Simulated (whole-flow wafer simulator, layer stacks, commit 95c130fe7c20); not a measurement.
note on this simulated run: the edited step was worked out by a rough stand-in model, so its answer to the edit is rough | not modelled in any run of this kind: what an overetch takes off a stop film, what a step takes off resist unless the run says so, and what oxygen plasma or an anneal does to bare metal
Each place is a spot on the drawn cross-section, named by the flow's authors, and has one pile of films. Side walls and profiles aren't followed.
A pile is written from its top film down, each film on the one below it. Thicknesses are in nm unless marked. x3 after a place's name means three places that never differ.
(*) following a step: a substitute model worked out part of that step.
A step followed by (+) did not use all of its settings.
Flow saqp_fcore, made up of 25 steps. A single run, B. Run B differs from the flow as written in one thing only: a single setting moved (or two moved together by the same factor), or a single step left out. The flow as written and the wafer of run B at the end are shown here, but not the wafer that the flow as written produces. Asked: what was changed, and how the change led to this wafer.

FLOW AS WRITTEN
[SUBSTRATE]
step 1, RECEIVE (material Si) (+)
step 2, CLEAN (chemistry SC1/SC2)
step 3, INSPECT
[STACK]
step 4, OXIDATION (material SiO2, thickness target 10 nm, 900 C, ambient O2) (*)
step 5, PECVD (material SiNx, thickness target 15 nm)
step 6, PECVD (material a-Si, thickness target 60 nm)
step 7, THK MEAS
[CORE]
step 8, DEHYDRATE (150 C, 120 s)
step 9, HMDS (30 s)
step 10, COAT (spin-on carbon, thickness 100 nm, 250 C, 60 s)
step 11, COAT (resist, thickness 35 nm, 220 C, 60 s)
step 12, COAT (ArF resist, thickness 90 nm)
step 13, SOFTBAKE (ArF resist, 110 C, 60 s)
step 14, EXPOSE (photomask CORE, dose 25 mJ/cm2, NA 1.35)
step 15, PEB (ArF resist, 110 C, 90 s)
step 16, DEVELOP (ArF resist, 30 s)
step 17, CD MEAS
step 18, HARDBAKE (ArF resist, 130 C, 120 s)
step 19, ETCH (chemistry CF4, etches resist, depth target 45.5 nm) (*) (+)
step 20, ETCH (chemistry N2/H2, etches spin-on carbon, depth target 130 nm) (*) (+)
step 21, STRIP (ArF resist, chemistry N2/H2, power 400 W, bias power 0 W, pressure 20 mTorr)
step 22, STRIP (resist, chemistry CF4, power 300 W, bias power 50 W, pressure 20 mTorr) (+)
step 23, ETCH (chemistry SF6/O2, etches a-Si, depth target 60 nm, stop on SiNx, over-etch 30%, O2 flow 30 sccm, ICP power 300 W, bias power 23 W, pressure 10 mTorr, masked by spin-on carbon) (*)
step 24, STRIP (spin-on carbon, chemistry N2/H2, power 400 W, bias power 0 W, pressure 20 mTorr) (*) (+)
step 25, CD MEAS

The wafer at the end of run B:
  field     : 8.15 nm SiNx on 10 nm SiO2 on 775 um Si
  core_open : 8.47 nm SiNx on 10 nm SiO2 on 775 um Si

Cause: step 23, ETCH: depth target 70.5 nm was run, though the flow has depth target 60 nm.

How this came from the change, step by step:
  step 23, ETCH (chemistry SF6/O2, etches a-Si, depth target 60 nm, stop on SiNx, over-etch 30%, O2 flow 30 sccm, ICP power 300 W, bias power 23 W, pressure 10 mTorr, masked by spin-on carbon) (*)
      field: -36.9 a-Si (all of it), -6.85 SiNx (it would be, as written: -36.9 a-Si (all of it), -5.14 SiNx)
      core_open: -39.4 a-Si (all of it), -6.53 SiNx (it would be, as written: -39.4 a-Si (all of it), -4.82 SiNx)
